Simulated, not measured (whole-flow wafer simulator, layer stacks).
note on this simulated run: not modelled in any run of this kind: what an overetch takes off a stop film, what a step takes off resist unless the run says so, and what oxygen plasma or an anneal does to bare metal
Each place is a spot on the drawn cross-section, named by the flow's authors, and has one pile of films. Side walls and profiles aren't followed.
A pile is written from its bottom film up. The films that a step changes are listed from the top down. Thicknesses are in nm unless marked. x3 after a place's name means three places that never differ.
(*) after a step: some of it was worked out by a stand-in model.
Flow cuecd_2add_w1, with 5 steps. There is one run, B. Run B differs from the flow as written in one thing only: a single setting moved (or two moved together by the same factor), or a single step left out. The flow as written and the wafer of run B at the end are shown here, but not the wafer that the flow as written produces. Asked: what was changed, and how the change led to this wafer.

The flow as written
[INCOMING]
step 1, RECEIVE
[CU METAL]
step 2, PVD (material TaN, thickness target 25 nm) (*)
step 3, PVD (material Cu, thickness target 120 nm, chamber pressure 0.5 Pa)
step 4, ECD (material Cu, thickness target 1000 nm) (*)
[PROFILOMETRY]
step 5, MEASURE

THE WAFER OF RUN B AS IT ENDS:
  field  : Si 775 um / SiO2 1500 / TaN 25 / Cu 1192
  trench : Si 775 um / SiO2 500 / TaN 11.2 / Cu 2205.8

Cause: step 3, PVD: thickness target 192 nm was run, though the flow has thickness target 120 nm.

How this came from the change, step by step:
  step 3, PVD (material Cu, thickness target 120 nm, chamber pressure 0.5 Pa)
      field: Cu gains 192 (new film) (it would be, as written: Cu gains 120 (new film))
      trench: Cu gains 83.8 (new film) (it would be, as written: Cu gains 53.6 (new film))
